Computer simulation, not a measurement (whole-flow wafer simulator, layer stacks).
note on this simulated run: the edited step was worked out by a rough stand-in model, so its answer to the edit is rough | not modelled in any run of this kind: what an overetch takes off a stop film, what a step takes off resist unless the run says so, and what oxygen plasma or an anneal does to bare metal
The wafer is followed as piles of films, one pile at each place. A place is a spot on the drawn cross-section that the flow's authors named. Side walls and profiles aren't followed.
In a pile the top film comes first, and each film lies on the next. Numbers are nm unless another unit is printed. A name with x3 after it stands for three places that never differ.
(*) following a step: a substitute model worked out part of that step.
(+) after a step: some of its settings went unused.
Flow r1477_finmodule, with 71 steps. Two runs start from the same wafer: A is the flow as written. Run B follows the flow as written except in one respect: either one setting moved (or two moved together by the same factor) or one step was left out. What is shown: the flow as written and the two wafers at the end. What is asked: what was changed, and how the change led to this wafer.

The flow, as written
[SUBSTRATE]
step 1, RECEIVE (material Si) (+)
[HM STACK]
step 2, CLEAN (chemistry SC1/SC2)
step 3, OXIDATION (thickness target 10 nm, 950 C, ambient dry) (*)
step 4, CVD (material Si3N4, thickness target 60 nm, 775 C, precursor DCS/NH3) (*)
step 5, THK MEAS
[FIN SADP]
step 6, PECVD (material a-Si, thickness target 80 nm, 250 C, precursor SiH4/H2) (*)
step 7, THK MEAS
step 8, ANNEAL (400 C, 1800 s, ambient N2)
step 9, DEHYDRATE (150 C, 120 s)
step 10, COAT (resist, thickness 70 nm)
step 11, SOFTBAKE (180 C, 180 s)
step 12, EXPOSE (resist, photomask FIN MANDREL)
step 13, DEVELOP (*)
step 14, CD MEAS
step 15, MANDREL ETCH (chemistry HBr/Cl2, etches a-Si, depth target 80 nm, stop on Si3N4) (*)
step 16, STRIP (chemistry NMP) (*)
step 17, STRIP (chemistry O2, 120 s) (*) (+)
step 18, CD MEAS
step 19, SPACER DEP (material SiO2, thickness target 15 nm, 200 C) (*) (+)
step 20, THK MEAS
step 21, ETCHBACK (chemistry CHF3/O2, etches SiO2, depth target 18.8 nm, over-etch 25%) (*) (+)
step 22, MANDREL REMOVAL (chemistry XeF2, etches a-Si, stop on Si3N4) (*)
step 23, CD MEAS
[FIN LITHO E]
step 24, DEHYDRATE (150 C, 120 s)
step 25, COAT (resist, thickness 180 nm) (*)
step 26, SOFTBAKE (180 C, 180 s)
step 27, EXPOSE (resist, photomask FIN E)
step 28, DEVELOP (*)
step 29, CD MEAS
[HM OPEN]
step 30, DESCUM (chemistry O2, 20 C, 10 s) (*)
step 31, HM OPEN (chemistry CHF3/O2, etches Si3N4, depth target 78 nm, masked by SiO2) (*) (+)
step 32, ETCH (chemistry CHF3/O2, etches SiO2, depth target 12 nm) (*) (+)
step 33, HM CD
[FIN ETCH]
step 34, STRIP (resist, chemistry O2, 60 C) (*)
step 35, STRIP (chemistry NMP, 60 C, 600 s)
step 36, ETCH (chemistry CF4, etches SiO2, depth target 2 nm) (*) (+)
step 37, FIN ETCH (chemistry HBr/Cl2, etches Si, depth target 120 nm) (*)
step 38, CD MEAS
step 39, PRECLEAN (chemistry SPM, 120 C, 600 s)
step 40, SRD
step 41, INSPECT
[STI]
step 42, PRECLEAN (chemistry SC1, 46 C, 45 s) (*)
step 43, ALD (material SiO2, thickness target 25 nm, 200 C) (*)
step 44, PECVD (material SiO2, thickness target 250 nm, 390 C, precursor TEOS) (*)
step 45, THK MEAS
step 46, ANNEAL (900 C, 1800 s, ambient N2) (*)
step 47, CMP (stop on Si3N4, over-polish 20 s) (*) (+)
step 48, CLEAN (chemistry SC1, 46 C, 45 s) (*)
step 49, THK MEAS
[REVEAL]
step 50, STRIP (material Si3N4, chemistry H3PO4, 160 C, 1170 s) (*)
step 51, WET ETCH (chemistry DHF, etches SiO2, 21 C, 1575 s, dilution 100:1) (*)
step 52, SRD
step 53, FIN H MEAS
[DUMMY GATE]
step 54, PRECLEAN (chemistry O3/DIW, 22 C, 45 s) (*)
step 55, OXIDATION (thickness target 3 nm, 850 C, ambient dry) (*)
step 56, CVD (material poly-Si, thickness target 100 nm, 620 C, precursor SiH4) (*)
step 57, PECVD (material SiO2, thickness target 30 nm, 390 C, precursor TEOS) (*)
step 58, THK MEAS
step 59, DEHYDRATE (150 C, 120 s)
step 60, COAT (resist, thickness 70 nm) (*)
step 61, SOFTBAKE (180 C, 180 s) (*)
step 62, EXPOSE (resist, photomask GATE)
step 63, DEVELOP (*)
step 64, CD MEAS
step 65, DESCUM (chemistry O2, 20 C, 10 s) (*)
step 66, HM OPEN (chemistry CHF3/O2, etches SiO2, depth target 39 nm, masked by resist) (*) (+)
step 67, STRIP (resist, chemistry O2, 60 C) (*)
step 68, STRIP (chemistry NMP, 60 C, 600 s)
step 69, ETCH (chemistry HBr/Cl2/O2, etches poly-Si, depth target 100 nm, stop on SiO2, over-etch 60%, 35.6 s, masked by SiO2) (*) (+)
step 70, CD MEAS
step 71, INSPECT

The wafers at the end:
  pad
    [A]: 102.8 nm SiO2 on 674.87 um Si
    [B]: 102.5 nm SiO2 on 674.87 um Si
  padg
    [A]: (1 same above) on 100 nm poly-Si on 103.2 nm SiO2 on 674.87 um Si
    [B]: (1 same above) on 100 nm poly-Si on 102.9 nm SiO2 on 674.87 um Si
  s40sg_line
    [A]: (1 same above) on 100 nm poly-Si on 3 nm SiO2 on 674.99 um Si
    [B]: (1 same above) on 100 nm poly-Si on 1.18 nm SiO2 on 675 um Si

What caused this: step 55, OXIDATION: 786 C was run, while the flow as written has 850 C.

How this came from the change, step by step:
  step 55, OXIDATION (thickness target 3 nm, 850 C, ambient dry) (*)
      s40sg_line, s45sg_line, s50sg_line, s40so_line, s45so_line, s50so_line: A +3 SiO2 (new film), -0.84 chemical SiO2 (all of it), -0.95 Si | B +1.18 SiO2 (new film), -0.84 chemical SiO2 (all of it), -0.15 Si
  step 67, STRIP (resist, chemistry O2, 60 C) (*)
      s45sg: A -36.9 resist (all of it) | B -36.1 resist (all of it)
      s50sg: A -36.8 resist (all of it) | B -36 resist (all of it)
